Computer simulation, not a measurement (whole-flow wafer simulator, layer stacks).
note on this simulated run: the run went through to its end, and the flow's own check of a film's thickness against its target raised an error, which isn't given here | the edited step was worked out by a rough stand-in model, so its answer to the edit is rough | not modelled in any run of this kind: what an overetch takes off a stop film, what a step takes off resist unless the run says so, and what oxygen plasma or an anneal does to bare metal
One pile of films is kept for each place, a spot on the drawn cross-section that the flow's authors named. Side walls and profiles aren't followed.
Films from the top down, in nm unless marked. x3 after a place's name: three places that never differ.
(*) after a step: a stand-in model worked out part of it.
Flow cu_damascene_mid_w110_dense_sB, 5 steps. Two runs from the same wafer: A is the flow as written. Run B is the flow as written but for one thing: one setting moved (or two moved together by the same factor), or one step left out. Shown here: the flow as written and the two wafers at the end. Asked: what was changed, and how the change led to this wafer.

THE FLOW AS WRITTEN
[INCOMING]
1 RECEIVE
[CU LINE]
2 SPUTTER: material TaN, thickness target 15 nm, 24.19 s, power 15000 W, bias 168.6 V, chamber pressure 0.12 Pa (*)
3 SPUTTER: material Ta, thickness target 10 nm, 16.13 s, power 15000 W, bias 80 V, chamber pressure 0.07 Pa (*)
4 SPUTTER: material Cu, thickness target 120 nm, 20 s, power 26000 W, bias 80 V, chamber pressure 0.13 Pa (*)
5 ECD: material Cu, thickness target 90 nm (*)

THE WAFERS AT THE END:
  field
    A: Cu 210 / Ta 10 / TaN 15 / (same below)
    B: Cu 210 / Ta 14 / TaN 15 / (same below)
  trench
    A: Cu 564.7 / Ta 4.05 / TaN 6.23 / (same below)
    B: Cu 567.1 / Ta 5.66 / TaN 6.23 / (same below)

The cause: step 3, SPUTTER: thickness target 14 nm was run, where the flow has thickness target 10 nm; step 3, SPUTTER: 22.58 s was run, where the flow has 16.13 s.
It can be read off the wafer: field has Ta 14, and step 3 as written asks for 10 nm.

How the change led to this, step by step:
  3 SPUTTER: material Ta, thickness target 10 nm, 16.13 s, power 15000 W, bias 80 V, chamber pressure 0.07 Pa (*)
      field: A Ta +10 (new film) | B Ta +14 (new film)
      trench: A Ta +4.05 (new film) | B Ta +5.66 (new film)
